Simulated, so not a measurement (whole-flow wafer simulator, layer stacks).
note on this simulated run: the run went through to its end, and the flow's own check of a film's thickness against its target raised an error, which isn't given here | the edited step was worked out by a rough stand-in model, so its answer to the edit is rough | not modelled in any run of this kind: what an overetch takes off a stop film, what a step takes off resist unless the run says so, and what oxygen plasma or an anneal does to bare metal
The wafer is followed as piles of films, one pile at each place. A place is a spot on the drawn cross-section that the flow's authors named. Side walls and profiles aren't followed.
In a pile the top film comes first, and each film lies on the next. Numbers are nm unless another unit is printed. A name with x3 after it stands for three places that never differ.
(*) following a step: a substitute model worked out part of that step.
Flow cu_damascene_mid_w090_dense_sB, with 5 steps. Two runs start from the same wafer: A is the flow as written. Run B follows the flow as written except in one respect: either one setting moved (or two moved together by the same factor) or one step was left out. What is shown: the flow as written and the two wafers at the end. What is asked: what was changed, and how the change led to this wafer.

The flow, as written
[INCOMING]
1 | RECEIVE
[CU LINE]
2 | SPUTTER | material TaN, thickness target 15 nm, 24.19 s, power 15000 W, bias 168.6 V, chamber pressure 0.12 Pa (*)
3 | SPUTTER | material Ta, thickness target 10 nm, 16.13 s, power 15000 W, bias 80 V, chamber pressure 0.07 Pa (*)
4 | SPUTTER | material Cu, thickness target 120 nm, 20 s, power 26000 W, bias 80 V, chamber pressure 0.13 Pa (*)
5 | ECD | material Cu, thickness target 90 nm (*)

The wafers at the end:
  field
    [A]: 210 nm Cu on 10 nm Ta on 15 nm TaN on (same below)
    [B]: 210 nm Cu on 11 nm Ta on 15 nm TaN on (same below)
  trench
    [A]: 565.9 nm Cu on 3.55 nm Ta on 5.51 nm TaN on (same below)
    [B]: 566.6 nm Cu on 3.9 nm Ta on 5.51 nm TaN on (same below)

Cause: step 3, SPUTTER: thickness target 11 nm was run, though the flow has thickness target 10 nm; step 3, SPUTTER: 17.74 s was run, where the flow has 16.13 s.
One can read it off the wafer: field has Ta 11, and step 3 as written asks for 10 nm.

Step by step, how the change led to this:
  3 | SPUTTER | material Ta, thickness target 10 nm, 16.13 s, power 15000 W, bias 80 V, chamber pressure 0.07 Pa (*)
      field: A Ta gains 10 (new film) | B Ta gains 11 (new film)
